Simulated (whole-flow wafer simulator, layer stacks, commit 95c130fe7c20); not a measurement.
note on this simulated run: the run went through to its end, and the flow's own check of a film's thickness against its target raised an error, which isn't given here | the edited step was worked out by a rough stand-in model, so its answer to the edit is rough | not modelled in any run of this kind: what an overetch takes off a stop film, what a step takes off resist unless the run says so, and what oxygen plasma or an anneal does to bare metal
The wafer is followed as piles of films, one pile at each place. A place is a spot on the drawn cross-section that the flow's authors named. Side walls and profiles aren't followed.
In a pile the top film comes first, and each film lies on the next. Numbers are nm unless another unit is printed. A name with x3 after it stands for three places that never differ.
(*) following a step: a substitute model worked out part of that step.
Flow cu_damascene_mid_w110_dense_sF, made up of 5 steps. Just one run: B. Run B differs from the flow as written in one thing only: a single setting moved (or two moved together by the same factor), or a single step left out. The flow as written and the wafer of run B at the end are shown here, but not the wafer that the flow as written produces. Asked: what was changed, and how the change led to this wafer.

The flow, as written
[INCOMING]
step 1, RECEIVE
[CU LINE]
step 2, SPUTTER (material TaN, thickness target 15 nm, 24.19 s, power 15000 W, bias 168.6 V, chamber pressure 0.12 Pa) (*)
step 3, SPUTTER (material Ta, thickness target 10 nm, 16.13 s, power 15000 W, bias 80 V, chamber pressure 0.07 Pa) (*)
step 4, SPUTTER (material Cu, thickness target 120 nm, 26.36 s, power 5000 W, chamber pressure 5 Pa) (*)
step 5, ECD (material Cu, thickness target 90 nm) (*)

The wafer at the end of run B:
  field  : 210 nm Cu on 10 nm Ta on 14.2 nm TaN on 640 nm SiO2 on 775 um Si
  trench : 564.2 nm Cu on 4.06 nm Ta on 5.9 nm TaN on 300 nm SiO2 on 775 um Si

Cause: step 2, SPUTTER: thickness target 14.2 nm was run, while the flow as written has thickness target 15 nm; step 2, SPUTTER: 22.98 s was run, where the flow has 24.19 s.
The wafer itself shows it: field has TaN 14.2, and step 2 as written asks for 15 nm.

How this came from the change, step by step:
  step 2, SPUTTER (material TaN, thickness target 15 nm, 24.19 s, power 15000 W, bias 168.6 V, chamber pressure 0.12 Pa) (*)
      field: +14.2 TaN (new film) (it would be, as written: +15 TaN (new film))
